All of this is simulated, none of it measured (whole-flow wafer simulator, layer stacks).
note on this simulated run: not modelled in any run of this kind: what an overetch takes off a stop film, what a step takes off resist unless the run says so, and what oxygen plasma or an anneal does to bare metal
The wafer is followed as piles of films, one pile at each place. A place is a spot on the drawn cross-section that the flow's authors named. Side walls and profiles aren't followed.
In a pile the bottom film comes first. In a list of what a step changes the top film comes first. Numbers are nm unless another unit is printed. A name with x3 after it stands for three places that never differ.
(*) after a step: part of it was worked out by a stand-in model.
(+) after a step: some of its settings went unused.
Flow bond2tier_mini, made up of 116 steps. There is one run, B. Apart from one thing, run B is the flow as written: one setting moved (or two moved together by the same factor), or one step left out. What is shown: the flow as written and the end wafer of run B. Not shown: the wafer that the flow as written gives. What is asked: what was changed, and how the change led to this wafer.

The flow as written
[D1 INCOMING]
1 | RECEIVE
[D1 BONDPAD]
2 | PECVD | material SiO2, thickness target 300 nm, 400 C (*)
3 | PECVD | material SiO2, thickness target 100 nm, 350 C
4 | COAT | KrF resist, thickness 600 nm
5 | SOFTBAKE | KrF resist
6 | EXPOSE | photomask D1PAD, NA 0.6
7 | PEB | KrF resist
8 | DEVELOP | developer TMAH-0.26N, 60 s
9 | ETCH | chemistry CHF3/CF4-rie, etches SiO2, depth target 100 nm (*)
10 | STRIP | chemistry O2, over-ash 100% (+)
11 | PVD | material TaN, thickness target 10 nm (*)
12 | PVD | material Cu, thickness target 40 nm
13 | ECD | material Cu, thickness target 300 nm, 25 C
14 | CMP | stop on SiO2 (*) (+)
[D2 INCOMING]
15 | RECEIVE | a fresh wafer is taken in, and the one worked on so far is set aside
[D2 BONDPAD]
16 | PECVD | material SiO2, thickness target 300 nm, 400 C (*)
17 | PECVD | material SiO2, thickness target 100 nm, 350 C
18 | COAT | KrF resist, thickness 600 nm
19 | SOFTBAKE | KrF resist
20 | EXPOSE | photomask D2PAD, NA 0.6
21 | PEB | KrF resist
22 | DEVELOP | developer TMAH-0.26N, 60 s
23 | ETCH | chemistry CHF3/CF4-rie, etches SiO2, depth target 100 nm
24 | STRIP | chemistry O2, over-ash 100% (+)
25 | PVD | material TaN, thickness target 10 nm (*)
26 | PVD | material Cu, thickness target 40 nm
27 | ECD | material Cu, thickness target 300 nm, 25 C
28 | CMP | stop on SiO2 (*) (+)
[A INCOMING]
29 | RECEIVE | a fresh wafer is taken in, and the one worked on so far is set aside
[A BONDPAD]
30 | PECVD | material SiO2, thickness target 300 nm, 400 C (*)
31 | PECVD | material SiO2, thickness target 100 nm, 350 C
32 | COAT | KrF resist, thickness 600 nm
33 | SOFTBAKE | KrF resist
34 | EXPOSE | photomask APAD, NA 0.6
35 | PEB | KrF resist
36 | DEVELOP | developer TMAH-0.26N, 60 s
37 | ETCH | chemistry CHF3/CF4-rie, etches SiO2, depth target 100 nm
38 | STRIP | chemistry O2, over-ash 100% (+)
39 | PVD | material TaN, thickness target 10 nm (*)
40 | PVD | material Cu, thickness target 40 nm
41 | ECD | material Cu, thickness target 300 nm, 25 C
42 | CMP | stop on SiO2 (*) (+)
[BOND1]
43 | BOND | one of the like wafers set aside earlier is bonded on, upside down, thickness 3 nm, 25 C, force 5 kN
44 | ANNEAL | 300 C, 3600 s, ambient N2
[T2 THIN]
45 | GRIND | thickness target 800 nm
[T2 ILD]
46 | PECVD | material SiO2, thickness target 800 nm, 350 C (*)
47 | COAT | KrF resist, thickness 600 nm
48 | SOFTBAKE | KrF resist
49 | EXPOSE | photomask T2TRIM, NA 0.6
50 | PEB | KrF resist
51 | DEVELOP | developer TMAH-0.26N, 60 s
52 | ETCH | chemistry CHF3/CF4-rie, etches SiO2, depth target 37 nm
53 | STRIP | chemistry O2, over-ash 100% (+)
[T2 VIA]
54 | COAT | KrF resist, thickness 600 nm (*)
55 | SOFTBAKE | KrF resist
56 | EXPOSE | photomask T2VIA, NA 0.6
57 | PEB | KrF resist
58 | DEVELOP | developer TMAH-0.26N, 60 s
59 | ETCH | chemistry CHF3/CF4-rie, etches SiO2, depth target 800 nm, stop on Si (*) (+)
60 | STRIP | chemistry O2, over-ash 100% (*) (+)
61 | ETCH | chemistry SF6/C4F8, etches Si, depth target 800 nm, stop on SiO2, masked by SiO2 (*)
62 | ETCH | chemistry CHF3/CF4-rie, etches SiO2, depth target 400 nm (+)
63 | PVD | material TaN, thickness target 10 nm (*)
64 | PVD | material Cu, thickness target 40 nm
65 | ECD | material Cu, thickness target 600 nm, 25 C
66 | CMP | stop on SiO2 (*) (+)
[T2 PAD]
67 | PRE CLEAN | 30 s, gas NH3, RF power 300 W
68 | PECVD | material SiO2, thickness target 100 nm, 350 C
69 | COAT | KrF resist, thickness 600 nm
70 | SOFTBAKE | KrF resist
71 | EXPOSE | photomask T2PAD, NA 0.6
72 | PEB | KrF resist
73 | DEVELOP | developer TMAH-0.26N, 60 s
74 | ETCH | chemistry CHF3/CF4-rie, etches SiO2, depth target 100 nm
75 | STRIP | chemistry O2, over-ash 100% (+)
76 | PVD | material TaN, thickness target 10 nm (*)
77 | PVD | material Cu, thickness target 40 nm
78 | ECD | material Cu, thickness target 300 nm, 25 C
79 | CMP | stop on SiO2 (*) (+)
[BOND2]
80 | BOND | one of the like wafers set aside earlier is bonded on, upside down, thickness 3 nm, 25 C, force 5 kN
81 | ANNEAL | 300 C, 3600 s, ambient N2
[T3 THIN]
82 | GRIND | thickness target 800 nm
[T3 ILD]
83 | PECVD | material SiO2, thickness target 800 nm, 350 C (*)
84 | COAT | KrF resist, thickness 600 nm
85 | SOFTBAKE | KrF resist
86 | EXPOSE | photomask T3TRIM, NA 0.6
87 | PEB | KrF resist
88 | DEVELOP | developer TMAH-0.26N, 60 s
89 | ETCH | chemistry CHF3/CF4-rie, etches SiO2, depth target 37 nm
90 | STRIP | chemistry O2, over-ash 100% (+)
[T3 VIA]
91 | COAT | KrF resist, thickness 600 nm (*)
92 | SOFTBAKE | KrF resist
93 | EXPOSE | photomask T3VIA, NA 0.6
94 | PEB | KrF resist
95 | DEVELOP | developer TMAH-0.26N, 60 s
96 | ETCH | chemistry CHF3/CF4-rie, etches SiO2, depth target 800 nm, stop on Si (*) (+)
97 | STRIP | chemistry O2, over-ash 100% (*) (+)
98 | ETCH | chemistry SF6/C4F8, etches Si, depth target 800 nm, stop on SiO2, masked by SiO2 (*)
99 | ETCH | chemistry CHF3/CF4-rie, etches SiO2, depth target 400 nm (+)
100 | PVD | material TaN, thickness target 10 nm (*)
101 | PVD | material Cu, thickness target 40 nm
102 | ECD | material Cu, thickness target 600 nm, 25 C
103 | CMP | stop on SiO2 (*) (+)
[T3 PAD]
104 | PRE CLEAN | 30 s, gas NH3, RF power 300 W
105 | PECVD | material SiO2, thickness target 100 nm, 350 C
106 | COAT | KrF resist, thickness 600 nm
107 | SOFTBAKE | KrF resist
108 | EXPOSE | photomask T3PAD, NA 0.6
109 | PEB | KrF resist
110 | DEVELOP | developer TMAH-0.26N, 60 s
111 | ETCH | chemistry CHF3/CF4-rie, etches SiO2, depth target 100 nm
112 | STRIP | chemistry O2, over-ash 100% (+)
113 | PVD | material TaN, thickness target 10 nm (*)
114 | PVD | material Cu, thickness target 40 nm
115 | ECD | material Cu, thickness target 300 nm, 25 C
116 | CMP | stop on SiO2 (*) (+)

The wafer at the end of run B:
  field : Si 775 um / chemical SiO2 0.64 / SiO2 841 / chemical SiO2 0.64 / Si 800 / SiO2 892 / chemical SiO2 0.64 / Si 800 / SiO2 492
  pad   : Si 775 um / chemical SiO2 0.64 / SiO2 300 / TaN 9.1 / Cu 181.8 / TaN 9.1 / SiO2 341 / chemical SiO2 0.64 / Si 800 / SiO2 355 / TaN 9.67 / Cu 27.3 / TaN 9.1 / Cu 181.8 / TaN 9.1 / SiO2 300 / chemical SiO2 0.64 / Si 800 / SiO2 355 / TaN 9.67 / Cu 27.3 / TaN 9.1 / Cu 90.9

The reason: step 3, PECVD: thickness target 141 nm was run, while the flow as written has thickness target 100 nm.

How this came from the change, step by step:
  3 | PECVD | material SiO2, thickness target 100 nm, 350 C
      field, pad, via: +141 SiO2 (in the flow as written it would be: +100 SiO2)
  43 | BOND | one of the like wafers set aside earlier is bonded on, upside down, thickness 3 nm, 25 C, force 5 kN
      field: +775 um Si (new film), +0.64 chemical SiO2 (new film), +441 SiO2 (in the flow as written it would be: +775 um Si (new film), +0.64 chemical SiO2 (new film), +400 SiO2)
      pad: +775 um Si (new film), +0.64 chemical SiO2 (new film), +341 SiO2 (new film), +9.1 TaN (new film), +90.9 Cu (in the flow as written it would be: +775 um Si (new film), +0.64 chemical SiO2 (new film), +300 SiO2 (new film), +9.1 TaN (new film), +90.9 Cu)
      (and at 1 other place as well)
